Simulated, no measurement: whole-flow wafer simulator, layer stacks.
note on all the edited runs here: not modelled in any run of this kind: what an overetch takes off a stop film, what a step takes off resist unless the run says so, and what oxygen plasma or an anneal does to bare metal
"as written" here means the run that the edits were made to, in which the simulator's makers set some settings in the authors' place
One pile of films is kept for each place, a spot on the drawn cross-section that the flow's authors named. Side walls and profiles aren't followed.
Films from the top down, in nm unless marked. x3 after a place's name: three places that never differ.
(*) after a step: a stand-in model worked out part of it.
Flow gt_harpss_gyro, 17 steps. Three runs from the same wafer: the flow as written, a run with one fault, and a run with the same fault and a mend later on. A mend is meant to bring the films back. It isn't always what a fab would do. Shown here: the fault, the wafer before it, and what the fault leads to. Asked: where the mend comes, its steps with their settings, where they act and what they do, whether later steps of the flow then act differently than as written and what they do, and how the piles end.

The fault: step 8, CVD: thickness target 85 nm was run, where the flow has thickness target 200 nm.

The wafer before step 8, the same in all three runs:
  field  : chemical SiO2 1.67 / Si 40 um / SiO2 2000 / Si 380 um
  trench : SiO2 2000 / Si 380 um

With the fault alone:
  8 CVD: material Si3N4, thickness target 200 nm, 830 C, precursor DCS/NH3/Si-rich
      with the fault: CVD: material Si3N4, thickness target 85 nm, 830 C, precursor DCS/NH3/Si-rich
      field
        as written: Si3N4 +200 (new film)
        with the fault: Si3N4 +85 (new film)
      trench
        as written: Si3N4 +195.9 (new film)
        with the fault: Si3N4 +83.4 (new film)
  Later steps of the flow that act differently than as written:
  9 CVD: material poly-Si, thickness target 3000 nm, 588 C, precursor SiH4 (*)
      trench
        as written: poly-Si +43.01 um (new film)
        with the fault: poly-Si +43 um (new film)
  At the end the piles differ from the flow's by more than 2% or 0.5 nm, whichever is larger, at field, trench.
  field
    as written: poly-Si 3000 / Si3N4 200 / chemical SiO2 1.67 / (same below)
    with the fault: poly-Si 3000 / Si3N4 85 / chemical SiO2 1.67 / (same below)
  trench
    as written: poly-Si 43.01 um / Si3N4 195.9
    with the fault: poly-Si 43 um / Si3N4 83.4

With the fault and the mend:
  The mend comes after step 8.
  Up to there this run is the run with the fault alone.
  8a CVD: material Si3N4, thickness target 115 nm, 830 C, precursor DCS/NH3/Si-rich (the flow's step 8 once more, with other settings)
      field
        Si3N4 +115
      trench
        Si3N4 +112.4
  No later step of the flow acts differently than as written at any place that is followed.
  At the end the piles differ from the flow's only slightly at the places that both follow, by at most 2% or 0.5 nm, whichever is larger.
